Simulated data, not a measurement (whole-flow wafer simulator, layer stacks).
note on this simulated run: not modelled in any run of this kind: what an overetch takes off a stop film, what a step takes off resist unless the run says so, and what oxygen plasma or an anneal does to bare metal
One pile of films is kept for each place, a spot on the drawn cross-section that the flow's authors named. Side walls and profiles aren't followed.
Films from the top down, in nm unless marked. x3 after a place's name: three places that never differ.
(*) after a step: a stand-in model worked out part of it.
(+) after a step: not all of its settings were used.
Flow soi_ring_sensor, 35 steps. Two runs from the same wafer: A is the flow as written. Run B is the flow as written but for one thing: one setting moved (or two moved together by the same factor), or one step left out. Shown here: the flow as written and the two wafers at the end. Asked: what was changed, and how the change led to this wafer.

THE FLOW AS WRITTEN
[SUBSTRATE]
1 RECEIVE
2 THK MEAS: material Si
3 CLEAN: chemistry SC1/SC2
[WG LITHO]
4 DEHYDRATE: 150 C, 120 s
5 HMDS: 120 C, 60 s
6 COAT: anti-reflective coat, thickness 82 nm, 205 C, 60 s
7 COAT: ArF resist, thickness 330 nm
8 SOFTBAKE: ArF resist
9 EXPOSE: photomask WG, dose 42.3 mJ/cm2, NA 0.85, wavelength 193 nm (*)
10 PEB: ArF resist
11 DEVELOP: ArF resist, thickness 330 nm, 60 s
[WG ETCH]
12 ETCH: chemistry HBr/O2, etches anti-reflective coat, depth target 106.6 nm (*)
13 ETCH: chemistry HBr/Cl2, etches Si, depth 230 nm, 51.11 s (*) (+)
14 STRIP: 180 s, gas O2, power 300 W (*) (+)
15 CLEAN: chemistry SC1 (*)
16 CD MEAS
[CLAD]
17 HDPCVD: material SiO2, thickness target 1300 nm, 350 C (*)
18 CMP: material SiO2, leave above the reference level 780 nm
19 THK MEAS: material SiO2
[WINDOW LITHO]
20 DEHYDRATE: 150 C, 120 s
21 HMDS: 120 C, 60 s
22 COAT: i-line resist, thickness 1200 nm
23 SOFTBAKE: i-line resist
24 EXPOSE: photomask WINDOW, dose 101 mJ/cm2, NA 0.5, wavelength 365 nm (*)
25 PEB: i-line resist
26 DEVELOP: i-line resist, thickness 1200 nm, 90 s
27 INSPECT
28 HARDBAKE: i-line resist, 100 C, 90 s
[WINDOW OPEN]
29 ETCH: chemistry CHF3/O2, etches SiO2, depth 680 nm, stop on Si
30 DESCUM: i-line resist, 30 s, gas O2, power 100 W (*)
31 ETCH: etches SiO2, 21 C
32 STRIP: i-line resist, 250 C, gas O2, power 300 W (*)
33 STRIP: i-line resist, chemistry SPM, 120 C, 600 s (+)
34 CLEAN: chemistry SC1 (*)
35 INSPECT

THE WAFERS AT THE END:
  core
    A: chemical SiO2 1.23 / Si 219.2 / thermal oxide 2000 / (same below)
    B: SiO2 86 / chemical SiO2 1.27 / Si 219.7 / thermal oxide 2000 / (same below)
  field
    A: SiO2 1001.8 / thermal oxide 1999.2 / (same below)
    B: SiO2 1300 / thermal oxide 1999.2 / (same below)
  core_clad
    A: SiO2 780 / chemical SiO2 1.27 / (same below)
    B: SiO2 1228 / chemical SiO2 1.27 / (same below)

The cause: step 18, CMP: leave above the reference level 1228 nm was run, where the flow has leave above the reference level 780 nm.
It can be read off the wafer: core_clad has SiO2 1228, and step 18 as written asks for 780 nm.

How the change led to this, step by step:
  18 CMP: material SiO2, leave above the reference level 780 nm
      gap, window, field, gap_clad: A SiO2 -298.2 | B nothing
      core, core_clad: A SiO2 -520 | B SiO2 -72
  22 COAT: i-line resist, thickness 1200 nm
      core, core_clad: A i-line resist +1200 (new film) | B i-line resist +1070.3 (new film)
  23 SOFTBAKE: i-line resist
      core, core_clad: A nothing | B i-line resist -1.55
      gap, gap_clad: A nothing | B i-line resist -1.94
  25 PEB: i-line resist
      core, core_clad: A i-line resist -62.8 | B i-line resist -55.7
  26 DEVELOP: i-line resist, thickness 1200 nm, 90 s
      core: A i-line resist -1137.2 (all of it) | B i-line resist -1013.1 (all of it)
  31 ETCH: etches SiO2, 21 C
      core: A SiO2 -100 (all of it), chemical SiO2 -1.27 (all of it) | B SiO2 -462
  32 STRIP: i-line resist, 250 C, gas O2, power 300 W (*)
      core: A chemical SiO2 +1.23 (new film), Si -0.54 | B nothing
      core_clad: A i-line resist -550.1 (all of it) | B i-line resist -426.3 (all of it)
